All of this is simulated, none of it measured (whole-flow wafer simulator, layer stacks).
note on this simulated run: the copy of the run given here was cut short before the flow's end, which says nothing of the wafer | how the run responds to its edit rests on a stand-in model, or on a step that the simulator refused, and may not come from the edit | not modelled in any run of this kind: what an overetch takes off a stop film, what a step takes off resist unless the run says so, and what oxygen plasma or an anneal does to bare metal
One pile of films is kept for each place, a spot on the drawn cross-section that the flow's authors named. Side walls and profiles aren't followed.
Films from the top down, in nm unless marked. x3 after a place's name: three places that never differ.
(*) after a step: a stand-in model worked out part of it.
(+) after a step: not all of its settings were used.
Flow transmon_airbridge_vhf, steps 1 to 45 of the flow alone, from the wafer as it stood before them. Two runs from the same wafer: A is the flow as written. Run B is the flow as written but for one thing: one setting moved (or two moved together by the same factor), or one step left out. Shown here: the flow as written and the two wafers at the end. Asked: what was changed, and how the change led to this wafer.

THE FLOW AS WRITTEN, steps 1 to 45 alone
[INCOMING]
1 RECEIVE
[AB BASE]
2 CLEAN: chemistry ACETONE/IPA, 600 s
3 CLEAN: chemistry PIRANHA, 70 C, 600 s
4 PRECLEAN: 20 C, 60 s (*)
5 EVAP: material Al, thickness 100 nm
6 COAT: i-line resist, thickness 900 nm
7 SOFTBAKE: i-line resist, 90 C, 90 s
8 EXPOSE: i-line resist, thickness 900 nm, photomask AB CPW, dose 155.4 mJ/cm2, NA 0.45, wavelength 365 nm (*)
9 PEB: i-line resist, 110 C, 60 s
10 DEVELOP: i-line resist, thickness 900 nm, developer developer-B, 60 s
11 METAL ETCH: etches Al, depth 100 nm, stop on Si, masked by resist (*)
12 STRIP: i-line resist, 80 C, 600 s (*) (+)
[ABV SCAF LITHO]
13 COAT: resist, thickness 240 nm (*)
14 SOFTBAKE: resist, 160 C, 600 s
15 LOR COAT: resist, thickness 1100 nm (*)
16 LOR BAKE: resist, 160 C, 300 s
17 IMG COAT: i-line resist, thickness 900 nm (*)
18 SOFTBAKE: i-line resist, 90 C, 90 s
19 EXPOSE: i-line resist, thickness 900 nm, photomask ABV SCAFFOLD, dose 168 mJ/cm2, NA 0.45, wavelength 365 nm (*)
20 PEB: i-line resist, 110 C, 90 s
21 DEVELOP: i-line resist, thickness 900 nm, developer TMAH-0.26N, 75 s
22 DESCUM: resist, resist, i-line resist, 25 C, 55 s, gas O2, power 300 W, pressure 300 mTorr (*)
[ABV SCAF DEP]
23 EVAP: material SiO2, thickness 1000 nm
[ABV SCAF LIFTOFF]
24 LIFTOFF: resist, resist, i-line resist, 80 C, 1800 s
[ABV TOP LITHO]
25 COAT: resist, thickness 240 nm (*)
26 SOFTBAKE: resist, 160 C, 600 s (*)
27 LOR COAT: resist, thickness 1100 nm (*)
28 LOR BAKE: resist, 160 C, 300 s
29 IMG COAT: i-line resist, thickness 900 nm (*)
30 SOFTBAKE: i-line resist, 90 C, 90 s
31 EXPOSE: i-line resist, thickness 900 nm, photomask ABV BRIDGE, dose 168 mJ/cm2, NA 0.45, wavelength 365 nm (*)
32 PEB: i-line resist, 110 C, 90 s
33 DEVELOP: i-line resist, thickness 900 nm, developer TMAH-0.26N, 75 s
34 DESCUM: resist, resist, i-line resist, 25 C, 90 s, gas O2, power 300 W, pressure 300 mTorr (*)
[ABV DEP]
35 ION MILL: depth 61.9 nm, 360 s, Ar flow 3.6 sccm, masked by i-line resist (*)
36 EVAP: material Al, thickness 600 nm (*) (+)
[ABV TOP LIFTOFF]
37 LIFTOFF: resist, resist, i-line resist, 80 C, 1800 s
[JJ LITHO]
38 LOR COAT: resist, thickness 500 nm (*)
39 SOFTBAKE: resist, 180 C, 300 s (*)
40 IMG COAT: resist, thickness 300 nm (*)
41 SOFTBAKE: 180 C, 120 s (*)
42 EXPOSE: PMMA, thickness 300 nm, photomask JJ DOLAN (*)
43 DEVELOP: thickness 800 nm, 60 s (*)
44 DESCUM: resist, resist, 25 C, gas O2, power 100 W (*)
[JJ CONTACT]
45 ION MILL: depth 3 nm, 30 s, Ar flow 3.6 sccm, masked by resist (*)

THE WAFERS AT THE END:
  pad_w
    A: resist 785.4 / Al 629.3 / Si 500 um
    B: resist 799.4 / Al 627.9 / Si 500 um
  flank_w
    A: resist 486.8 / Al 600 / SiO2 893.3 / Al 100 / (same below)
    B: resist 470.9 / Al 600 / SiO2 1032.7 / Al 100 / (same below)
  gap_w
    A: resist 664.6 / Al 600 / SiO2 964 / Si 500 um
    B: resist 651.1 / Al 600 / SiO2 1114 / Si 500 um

The cause: step 23, EVAP: thickness 1150 nm was run, where the flow has thickness 1000 nm.

How the change led to this, step by step:
  23 EVAP: material SiO2, thickness 1000 nm
      field x3, jj_line, ground_far and 10 more: A SiO2 +1000 (new film) | B SiO2 +1150 (new film)
      flank_w, flank_e: A SiO2 +929.3 (new film) | B SiO2 +1068.7 (new film)
  24 LIFTOFF: resist, resist, i-line resist, 80 C, 1800 s
      field x3, jj_line, trace_open_s x2: A SiO2 -1000 (all of it), i-line resist -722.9 (all of it), resist -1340 (all of it) | B SiO2 -1150 (all of it), i-line resist -722.9 (all of it), resist -1340 (all of it)
      pad_w, pad_e: A SiO2 -1000 (all of it), i-line resist -718 (all of it), resist -1330.2 (all of it) | B SiO2 -1150 (all of it), i-line resist -718 (all of it), resist -1330.2 (all of it)
      (and at 1 more place)
  25 COAT: resist, thickness 240 nm (*)
      flank_w, flank_e: A resist +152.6 (new film) | B resist +148.7 (new film)
      gap_w, gap_e: A resist +210.7 (new film) | B resist +204.3 (new film)
      (and at 5 more places)
  27 LOR COAT: resist, thickness 1100 nm (*)
      gap_w, gap_e: A resist +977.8 | B resist +957.7
      margin_s, margin_n: A resist +823.4 | B resist +789.4
      (and at 3 more places)
  29 IMG COAT: i-line resist, thickness 900 nm (*)
      gap_w, gap_e: A i-line resist +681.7 (new film) | B i-line resist +649.1 (new film)
      margin_s, margin_n: A i-line resist +603.2 (new film) | B i-line resist +555.6 (new film)
      (and at 4 more places)
  32 PEB: i-line resist, 110 C, 90 s
      flank_w, flank_e: A i-line resist -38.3 | B i-line resist -36.8
      gap_w, gap_e: A i-line resist -34.7 | B i-line resist -33
      (and at 4 more places)
  33 DEVELOP: i-line resist, thickness 900 nm, developer TMAH-0.26N, 75 s
      gap_w, gap_e: A i-line resist -646.9 (all of it), resist -977.8 | B i-line resist -616.1 (all of it), resist -957.7
      flank_w: A i-line resist -710.9 (all of it), resist -822.6 | B i-line resist -684.3 (all of it), resist -787.1
      (and at 3 more places)
  34 DESCUM: resist, resist, i-line resist, 25 C, 90 s, gas O2, power 300 W, pressure 300 mTorr (*)
      flank_w, flank_e: A resist -152.6 (all of it) | B resist -148.7 (all of it)
      gap_w, gap_e: A resist -210.7 (all of it) | B resist -204.3 (all of it)
      (and at 3 more places)
  37 LIFTOFF: resist, resist, i-line resist, 80 C, 1800 s
      margin_s, margin_n: A Al -600 (all of it), i-line resist -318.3 (all of it), resist -992 (all of it) | B Al -600 (all of it), i-line resist -273.2 (all of it), resist -949.6 (all of it)
      ground_far: A Al -600 (all of it), i-line resist -717.9 (all of it), resist -1384.9 (all of it) | B Al -600 (all of it), i-line resist -736.2 (all of it), resist -1389.1 (all of it)
  38 LOR COAT: resist, thickness 500 nm (*)
      flank_w, flank_e: A resist +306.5 (new film) | B resist +295.2 (new film)
      margin_s, margin_n: A resist +445.3 (new film) | B resist +434.5 (new film)
  40 IMG COAT: resist, thickness 300 nm (*)
      flank_w, flank_e: A resist +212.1 | B resist +207.5
      gap_w, gap_e: A resist +245.7 | B resist +239.3
      (and at 4 more places)
